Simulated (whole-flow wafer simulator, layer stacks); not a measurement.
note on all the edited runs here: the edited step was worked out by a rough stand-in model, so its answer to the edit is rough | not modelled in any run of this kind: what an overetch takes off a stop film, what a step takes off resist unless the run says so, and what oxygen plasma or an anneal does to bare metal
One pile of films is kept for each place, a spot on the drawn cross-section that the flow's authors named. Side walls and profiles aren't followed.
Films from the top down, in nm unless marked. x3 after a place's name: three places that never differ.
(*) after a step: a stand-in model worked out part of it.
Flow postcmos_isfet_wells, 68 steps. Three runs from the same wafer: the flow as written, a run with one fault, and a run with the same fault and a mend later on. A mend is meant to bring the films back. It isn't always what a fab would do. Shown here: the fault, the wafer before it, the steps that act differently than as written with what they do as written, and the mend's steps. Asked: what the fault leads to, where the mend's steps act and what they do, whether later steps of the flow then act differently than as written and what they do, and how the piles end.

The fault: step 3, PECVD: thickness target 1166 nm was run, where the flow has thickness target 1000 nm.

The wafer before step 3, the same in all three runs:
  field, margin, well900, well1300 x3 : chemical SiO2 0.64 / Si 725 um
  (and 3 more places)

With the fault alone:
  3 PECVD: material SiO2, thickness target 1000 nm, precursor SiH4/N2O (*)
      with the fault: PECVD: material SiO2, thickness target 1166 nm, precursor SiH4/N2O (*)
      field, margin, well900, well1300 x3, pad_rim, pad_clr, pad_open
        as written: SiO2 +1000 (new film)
        with the fault: SiO2 +1166 (new film)
  No later step of the flow acts differently than as written at any place that is followed.
  At the end the piles differ from the flow's by more than 2% or 0.5 nm, whichever is larger, at field, margin, well900, well1300 x3, pad_rim, pad_clr, pad_open.
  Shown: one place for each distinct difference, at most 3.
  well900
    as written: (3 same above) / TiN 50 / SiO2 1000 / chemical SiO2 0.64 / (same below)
    with the fault: (3 same above) / TiN 50 / SiO2 1166 / chemical SiO2 0.64 / (same below)
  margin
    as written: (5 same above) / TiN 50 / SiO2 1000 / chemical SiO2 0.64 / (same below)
    with the fault: (5 same above) / TiN 50 / SiO2 1166 / chemical SiO2 0.64 / (same below)
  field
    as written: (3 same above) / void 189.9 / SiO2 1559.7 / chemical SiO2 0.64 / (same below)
    with the fault: (3 same above) / void 189.9 / SiO2 1725.7 / chemical SiO2 0.64 / (same below)

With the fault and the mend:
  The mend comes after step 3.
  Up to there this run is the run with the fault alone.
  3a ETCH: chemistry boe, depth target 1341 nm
      field, margin, well900, well1300 x3, pad_rim, pad_clr, pad_open
        SiO2 -1166 (all of it), chemical SiO2 -0.64 (all of it)
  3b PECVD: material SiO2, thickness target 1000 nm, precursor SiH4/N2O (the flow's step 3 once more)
      field, margin, well900, well1300 x3, pad_rim, pad_clr, pad_open
        SiO2 +1000 (new film)
  No later step of the flow acts differently than as written at any place that is followed.
  At the end the piles differ from the flow's by more than 2% or 0.5 nm, whichever is larger, at field, margin, well900, well1300 x3, pad_rim, pad_clr, pad_open.
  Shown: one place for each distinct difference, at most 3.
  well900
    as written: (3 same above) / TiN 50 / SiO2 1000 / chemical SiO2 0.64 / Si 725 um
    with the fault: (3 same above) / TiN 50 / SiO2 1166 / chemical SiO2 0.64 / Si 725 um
    with the mend: (3 same above) / TiN 50 / SiO2 1000 / Si 725 um
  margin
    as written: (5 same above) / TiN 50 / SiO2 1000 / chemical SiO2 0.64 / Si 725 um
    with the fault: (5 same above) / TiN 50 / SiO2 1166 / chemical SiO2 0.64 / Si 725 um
    with the mend: (5 same above) / TiN 50 / SiO2 1000 / Si 725 um
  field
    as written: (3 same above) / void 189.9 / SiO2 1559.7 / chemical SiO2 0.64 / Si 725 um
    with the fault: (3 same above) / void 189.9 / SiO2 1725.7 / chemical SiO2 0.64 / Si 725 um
    with the mend: (3 same above) / void 189.9 / SiO2 1559.7 / Si 725 um
